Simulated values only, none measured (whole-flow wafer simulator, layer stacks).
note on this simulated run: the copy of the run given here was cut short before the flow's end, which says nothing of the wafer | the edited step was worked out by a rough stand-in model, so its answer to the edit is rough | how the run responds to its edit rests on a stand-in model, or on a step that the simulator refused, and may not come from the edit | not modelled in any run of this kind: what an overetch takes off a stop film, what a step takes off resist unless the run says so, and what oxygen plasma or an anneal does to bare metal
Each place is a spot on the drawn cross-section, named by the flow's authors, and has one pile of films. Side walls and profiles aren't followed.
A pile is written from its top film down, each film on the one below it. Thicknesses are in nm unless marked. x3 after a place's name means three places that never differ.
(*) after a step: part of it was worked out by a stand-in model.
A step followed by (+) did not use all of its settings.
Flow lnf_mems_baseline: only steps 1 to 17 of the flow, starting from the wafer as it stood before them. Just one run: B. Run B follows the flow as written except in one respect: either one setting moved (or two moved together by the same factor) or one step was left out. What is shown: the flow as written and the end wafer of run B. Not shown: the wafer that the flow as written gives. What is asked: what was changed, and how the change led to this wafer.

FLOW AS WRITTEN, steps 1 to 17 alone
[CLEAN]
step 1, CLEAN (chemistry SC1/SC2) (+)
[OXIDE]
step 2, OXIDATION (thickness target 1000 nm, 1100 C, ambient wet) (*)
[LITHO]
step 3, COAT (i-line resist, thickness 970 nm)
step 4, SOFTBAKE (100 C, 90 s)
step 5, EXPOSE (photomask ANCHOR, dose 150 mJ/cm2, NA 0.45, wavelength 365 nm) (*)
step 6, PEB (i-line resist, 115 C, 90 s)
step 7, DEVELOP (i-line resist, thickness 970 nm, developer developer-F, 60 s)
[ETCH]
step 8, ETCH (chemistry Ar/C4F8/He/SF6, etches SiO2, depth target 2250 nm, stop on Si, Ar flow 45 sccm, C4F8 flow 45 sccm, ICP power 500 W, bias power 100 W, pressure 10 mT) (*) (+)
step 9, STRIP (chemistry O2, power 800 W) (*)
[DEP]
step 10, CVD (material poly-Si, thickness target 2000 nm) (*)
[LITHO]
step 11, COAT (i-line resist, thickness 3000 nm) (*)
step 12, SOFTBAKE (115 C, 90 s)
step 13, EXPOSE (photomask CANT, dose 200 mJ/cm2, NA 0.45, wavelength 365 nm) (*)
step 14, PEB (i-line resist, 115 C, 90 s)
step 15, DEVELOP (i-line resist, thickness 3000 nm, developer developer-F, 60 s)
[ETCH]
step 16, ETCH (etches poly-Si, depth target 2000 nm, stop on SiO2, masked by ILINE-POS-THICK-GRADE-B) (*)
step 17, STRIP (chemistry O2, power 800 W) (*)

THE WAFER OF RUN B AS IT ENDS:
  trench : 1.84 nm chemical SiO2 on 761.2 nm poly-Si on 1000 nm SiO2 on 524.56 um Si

The reason: step 16, ETCH: depth target 1238 nm was run, while the flow as written has depth target 2000 nm.

Step by step, how the change led to this:
  step 16, ETCH (etches poly-Si, depth target 2000 nm, stop on SiO2, masked by ILINE-POS-THICK-GRADE-B) (*)
      trench, char_slit: poly-Si loses 1238 (in the flow as written it would be: poly-Si loses 2000 (all of it))
      field, anchor, beam: i-line resist loses 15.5 (in the flow as written it would be: i-line resist loses 25)
  step 17, STRIP (chemistry O2, power 800 W) (*)
      trench, char_slit: chemical SiO2 gains 1.84 (new film), poly-Si loses 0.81 (in the flow as written it would be: nothing)
